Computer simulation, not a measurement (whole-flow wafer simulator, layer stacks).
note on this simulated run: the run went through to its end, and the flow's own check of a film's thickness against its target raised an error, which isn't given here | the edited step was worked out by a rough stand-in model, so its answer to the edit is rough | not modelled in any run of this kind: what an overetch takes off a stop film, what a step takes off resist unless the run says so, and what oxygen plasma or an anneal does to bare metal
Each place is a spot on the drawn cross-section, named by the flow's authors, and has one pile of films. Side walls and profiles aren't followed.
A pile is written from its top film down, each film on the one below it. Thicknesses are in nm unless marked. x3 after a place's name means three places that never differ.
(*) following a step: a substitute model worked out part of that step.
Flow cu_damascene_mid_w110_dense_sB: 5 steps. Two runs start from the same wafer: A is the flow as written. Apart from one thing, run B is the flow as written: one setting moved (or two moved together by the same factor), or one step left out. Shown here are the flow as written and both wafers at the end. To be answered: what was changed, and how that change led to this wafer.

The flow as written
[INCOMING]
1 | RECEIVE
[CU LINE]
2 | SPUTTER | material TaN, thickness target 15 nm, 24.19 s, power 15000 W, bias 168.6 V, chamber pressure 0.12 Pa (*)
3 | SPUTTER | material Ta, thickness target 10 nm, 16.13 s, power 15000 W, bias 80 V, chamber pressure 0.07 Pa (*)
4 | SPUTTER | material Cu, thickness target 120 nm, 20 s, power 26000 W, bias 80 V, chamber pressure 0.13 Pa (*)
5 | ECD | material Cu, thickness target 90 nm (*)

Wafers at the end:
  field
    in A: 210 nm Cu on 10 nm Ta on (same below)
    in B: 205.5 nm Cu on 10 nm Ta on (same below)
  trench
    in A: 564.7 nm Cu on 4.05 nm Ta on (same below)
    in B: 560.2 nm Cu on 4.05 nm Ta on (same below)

Cause: step 5, ECD: thickness target 85.5 nm was run, while the flow as written has thickness target 90 nm.

Step by step, how the change led to this:
  5 | ECD | material Cu, thickness target 90 nm (*)
      field: A +90 Cu | B +85.5 Cu
